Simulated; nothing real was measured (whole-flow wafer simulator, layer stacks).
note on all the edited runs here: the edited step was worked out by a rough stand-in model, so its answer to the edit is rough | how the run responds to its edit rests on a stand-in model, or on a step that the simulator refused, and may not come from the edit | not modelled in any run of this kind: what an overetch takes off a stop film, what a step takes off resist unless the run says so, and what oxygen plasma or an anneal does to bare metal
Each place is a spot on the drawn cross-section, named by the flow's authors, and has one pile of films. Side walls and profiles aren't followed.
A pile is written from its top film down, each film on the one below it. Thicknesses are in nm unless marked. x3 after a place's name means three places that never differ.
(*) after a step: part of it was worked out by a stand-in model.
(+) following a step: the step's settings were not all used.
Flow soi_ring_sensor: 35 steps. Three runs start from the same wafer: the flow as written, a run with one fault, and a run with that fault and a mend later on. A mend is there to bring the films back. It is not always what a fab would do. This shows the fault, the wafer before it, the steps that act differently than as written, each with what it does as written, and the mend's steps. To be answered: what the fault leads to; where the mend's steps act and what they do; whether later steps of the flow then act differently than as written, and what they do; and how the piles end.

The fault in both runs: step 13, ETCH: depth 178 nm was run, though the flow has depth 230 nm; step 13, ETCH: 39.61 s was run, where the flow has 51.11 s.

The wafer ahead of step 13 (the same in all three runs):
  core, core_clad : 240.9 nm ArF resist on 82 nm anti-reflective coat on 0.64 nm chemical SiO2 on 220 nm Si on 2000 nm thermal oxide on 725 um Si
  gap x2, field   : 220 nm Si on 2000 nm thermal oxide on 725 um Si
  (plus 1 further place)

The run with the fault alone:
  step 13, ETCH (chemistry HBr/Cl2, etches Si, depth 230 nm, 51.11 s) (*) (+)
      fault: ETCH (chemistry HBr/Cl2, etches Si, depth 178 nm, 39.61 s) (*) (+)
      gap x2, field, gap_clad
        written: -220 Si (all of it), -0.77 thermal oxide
        fault: -178 Si
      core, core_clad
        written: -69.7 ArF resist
        fault: -54 ArF resist
  Steps later in the flow that act otherwise than as written:
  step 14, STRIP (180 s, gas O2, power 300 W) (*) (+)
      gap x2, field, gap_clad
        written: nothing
        fault: +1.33 chemical SiO2 (new film), -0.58 Si
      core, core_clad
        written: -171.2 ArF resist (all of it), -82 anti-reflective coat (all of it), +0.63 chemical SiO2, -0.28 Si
        fault: -186.9 ArF resist (all of it), -82 anti-reflective coat (all of it), +0.62 chemical SiO2, -0.27 Si
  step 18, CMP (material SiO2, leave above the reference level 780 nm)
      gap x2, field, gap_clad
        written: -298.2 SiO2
        fault: -341.8 SiO2
  At field, the piles at the end differ from the flow's by more than 2% or 0.5 nm, whichever is larger.
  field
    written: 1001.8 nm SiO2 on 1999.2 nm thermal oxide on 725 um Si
    fault: 958.2 nm SiO2 on 1.33 nm chemical SiO2 on 41.4 nm Si on 2000 nm thermal oxide on 725 um Si

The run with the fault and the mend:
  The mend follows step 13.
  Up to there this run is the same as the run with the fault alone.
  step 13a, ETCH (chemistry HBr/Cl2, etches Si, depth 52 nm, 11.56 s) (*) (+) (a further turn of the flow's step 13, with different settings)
      gap x2, field, gap_clad
        -42 Si (all of it), -0.77 thermal oxide
      core, core_clad
        -15.8 ArF resist
  Every later step of the flow that is run acts as written, at every place that is followed, to within 2% or 0.5 nm, whichever is larger.
  At every place that both follow, the piles at the end match the flow's.
